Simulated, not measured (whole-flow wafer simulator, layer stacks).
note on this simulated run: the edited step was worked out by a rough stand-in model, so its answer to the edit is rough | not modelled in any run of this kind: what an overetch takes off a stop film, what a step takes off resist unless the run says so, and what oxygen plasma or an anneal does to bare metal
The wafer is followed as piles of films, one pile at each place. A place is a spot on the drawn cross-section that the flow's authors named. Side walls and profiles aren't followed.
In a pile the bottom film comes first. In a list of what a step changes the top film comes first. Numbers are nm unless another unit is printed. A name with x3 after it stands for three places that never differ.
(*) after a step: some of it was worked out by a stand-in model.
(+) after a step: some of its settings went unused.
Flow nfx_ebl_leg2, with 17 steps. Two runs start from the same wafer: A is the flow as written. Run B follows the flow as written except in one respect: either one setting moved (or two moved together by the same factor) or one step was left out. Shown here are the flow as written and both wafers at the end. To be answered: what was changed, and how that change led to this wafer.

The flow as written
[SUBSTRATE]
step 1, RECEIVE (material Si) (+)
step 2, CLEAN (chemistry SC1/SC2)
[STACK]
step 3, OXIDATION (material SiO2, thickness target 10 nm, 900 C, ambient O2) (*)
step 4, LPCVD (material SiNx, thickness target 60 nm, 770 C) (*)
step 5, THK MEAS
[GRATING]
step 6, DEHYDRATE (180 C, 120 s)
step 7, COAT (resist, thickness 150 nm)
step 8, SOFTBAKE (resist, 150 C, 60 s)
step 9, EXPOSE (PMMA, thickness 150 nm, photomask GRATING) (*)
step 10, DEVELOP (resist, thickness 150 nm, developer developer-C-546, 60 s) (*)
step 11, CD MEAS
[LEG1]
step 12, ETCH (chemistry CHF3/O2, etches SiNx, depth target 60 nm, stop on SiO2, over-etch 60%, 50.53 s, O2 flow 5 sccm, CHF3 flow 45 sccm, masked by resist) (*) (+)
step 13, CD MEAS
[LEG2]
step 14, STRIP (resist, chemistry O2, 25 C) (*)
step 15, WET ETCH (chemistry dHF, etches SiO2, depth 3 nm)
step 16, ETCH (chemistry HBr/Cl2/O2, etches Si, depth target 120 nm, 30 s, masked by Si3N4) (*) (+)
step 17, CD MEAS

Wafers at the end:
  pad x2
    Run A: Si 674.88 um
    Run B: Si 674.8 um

The reason: step 16, ETCH: depth target 192 nm was run, while the flow as written has depth target 120 nm.

How this came from the change, step by step:
  step 16, ETCH (chemistry HBr/Cl2/O2, etches Si, depth target 120 nm, 30 s, masked by Si3N4) (*) (+)
      pad x2: A Si loses 120 | B Si loses 192
